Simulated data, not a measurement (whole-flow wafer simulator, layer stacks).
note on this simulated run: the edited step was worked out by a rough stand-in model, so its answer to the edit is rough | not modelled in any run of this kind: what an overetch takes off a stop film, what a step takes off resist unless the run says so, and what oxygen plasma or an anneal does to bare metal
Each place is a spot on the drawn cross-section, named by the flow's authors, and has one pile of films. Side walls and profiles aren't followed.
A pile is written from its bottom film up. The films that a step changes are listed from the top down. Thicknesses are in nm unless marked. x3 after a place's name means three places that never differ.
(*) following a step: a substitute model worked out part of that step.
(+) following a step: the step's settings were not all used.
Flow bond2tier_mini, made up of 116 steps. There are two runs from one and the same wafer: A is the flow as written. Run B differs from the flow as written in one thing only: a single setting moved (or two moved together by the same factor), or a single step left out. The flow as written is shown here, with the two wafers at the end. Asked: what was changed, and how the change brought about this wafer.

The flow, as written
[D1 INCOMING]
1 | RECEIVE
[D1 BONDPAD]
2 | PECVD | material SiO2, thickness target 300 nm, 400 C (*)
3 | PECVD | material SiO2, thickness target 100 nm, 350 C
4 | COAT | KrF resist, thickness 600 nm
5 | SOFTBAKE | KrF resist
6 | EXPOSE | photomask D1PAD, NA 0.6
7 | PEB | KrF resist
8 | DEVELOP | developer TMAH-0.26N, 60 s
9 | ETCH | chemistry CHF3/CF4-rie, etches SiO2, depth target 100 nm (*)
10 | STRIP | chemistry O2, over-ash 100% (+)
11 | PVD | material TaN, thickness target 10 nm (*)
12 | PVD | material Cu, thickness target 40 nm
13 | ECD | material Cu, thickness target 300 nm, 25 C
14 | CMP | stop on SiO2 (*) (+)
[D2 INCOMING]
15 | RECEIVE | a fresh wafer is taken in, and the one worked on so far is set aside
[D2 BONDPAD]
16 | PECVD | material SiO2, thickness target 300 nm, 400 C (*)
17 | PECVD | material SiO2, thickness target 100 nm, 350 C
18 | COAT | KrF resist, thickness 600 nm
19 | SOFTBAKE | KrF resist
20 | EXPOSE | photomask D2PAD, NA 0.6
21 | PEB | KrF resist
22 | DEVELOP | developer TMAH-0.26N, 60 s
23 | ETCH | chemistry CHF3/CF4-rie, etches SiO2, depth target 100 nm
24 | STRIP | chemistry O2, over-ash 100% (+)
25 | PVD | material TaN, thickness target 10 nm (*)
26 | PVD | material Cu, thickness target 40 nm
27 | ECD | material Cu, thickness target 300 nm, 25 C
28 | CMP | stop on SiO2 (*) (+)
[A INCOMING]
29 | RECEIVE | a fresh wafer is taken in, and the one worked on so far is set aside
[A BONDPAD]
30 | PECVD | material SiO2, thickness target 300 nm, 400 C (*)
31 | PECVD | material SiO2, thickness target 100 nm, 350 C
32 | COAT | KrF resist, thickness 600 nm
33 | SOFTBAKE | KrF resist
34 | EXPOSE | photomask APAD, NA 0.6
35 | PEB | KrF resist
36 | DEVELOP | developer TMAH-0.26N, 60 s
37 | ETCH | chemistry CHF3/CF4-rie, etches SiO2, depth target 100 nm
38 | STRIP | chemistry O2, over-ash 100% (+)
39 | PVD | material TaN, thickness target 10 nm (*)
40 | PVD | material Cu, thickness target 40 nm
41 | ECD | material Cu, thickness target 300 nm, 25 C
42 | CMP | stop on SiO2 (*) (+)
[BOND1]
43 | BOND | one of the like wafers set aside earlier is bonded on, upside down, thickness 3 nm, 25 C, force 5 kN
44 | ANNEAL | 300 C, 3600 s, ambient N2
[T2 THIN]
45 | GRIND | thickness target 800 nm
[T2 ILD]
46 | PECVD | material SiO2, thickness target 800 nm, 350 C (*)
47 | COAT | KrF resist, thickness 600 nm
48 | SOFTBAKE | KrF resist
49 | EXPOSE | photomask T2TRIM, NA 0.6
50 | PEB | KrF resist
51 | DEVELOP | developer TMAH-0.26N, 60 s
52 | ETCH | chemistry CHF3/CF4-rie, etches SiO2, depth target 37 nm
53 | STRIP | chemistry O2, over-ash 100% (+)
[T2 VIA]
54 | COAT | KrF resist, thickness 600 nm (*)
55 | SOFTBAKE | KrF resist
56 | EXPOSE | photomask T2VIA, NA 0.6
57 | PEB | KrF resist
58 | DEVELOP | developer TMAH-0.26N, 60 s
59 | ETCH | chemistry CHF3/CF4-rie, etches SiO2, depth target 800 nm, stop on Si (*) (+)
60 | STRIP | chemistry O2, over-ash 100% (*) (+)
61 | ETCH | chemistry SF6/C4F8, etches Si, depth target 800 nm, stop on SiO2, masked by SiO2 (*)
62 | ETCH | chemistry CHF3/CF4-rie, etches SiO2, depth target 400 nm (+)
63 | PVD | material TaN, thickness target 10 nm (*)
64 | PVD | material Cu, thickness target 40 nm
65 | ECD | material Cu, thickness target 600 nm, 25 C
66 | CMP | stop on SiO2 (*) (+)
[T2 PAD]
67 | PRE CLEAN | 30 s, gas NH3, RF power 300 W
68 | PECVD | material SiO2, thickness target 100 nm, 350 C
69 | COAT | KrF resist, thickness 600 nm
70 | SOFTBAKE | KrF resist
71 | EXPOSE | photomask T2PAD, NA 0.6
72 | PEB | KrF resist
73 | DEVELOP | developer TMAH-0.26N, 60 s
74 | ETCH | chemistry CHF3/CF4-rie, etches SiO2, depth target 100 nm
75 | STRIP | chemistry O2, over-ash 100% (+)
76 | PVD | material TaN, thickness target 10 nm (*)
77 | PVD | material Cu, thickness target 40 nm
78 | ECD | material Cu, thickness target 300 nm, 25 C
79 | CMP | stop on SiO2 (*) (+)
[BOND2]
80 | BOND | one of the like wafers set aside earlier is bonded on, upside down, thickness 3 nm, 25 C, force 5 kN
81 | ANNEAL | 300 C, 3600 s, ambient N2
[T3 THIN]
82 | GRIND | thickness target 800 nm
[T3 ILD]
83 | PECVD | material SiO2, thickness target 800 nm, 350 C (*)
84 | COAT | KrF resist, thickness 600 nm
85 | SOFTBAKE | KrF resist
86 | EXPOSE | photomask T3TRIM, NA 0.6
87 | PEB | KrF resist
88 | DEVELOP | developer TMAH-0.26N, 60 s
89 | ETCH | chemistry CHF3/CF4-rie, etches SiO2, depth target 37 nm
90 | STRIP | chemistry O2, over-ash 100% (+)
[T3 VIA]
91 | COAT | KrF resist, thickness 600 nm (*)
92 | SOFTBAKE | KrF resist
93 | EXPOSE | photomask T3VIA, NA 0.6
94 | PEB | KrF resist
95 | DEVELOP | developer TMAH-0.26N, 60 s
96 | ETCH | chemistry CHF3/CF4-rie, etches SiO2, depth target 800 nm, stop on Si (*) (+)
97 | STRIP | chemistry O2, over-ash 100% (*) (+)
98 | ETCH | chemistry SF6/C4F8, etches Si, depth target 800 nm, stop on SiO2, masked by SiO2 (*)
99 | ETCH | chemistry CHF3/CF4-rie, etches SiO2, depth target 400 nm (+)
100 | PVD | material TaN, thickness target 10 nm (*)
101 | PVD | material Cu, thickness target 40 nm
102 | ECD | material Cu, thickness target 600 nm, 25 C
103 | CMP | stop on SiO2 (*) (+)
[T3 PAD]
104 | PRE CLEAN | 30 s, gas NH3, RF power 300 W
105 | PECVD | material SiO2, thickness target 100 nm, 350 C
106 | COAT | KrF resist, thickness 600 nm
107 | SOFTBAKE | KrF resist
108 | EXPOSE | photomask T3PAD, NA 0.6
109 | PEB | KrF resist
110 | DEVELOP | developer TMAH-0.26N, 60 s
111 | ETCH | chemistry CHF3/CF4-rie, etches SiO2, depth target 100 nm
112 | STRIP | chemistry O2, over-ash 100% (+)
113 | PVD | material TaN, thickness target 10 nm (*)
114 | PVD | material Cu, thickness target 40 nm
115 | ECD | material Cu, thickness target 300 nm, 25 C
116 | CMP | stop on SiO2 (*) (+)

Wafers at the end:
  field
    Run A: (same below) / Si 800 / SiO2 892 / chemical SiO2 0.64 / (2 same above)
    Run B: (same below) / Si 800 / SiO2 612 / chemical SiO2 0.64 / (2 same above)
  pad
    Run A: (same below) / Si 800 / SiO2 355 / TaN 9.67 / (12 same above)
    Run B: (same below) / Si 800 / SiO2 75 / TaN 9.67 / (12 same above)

What caused this: step 46, PECVD: thickness target 520 nm was run, whereas the flow has thickness target 800 nm.

Step by step, how the change led to this:
  46 | PECVD | material SiO2, thickness target 800 nm, 350 C (*)
      field, pad, via: A SiO2 gains 800 (new film) | B SiO2 gains 520 (new film)
  59 | ETCH | chemistry CHF3/CF4-rie, etches SiO2, depth target 800 nm, stop on Si (*) (+)
      field, pad: A KrF resist loses 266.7 | B KrF resist loses 241.5
      via: A SiO2 loses 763 (all of it) | B SiO2 loses 483 (all of it)
  60 | STRIP | chemistry O2, over-ash 100% (*) (+)
      field: A KrF resist loses 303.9 (all of it) | B KrF resist loses 329.1 (all of it)
      pad: A KrF resist loses 336 (all of it) | B KrF resist loses 361.1 (all of it)
